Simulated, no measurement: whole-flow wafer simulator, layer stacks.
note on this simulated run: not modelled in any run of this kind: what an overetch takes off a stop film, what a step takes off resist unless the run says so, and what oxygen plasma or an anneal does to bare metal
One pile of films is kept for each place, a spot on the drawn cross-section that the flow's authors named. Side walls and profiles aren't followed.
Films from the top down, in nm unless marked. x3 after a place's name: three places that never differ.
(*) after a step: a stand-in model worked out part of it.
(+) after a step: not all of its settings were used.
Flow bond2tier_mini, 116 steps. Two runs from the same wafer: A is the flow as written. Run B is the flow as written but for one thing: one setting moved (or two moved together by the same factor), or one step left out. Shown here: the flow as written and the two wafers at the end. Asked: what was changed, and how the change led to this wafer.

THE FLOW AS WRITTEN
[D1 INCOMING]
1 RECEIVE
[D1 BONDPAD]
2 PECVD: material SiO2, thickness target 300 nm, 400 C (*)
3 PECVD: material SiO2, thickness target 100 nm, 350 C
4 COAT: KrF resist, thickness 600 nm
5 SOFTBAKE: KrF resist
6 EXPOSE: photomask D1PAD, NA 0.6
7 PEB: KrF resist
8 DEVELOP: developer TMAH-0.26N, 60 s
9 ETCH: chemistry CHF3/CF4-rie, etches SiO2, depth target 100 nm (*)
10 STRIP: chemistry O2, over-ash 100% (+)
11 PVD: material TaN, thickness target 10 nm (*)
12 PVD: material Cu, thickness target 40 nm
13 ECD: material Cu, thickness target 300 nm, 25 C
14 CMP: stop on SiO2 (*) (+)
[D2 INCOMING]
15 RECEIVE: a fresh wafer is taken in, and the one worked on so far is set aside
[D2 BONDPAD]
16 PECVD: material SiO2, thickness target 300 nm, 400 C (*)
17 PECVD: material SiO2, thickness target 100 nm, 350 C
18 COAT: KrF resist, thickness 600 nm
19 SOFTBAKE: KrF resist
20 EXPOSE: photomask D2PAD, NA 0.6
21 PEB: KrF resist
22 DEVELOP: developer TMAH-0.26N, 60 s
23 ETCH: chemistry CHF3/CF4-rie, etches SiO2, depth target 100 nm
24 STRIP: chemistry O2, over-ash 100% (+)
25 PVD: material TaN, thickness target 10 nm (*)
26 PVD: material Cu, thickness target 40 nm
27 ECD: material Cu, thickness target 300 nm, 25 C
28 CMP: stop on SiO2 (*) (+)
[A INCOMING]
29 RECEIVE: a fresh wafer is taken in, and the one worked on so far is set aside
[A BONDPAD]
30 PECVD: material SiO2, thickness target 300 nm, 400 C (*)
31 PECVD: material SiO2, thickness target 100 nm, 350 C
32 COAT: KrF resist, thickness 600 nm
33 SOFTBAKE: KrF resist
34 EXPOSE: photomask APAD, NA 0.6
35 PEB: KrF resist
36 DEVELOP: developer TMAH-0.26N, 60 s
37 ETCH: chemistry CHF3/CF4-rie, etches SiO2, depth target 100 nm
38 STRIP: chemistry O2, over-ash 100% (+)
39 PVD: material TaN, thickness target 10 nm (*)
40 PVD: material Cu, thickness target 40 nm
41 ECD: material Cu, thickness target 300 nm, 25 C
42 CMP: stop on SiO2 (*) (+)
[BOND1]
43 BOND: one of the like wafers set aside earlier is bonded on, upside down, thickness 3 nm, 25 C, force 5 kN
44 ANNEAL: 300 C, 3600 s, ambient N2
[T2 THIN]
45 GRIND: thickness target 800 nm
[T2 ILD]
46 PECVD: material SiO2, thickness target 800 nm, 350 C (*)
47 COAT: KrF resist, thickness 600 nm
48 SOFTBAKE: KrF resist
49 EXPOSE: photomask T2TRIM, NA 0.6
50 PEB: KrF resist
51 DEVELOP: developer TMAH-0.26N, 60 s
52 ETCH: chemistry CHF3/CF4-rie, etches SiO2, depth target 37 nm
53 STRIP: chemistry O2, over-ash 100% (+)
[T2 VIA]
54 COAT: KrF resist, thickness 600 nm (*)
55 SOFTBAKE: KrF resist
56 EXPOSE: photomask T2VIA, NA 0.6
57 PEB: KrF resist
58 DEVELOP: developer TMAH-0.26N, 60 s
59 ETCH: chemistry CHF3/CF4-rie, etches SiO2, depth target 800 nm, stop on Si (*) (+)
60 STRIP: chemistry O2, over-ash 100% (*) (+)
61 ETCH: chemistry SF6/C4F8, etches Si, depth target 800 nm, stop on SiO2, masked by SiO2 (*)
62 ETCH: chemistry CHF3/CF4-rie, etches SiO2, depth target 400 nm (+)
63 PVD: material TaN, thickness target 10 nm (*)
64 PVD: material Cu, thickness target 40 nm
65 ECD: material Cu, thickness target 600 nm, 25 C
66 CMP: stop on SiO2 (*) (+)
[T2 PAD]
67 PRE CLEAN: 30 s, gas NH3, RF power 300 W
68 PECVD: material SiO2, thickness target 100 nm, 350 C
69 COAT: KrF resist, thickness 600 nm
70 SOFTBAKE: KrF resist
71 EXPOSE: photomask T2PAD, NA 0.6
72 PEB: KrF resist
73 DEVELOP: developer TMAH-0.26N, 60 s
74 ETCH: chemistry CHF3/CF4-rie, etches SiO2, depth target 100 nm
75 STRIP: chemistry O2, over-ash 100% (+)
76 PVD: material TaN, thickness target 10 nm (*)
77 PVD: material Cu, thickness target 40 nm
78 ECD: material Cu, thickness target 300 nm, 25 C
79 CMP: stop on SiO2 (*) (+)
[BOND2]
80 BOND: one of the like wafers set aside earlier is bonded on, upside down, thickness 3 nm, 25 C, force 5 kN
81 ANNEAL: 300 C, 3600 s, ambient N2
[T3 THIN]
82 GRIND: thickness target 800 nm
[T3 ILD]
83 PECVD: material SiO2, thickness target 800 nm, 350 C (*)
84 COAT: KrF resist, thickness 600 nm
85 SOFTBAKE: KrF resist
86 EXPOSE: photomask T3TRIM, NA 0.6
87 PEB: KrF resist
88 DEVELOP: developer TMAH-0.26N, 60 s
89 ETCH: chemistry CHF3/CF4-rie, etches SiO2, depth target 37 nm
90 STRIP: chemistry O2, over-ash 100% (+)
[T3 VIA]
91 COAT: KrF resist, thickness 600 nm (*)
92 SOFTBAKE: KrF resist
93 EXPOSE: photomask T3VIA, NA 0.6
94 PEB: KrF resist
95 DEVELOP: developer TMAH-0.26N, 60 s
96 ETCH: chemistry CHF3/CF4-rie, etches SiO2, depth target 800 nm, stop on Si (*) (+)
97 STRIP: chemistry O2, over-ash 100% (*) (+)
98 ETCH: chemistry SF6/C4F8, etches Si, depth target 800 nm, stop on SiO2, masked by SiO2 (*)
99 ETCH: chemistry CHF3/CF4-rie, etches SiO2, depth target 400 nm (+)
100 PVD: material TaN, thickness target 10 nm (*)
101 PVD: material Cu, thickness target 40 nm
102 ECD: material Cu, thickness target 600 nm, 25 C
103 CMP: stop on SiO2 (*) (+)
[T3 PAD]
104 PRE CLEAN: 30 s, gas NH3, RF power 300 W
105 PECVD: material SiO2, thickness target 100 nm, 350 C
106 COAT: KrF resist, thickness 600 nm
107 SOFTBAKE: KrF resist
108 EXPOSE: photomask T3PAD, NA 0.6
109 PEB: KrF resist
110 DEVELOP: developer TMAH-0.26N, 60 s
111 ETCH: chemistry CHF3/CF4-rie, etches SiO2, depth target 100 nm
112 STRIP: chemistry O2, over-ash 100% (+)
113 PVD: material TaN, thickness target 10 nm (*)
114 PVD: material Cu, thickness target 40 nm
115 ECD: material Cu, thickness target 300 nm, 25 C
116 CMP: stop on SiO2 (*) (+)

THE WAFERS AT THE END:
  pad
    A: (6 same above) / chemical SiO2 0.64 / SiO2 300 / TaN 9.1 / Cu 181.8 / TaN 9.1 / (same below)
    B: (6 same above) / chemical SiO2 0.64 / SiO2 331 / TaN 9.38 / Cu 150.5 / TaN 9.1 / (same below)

The cause: step 23, ETCH: depth target 69 nm was run, where the flow has depth target 100 nm.

How the change led to this, step by step:
  23 ETCH: chemistry CHF3/CF4-rie, etches SiO2, depth target 100 nm
      pad, via: A SiO2 -100 | B SiO2 -69
      field: A KrF resist -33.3 | B KrF resist -23
  26 PVD: material Cu, thickness target 40 nm
      pad: A Cu +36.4 (new film) | B Cu +37.5 (new film)
  27 ECD: material Cu, thickness target 300 nm, 25 C
      pad: A Cu +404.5 | B Cu +372.1
      via: A Cu +400.2 | B Cu +369.1
  80 BOND: one of the like wafers set aside earlier is bonded on, upside down, thickness 3 nm, 25 C, force 5 kN
      pad: A Si +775 um (new film), chemical SiO2 +0.64 (new film), SiO2 +300 (new film), TaN +9.1 (new film), Cu +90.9 | B Si +775 um (new film), chemical SiO2 +0.64 (new film), SiO2 +331 (new film), TaN +9.38 (new film), Cu +59.6
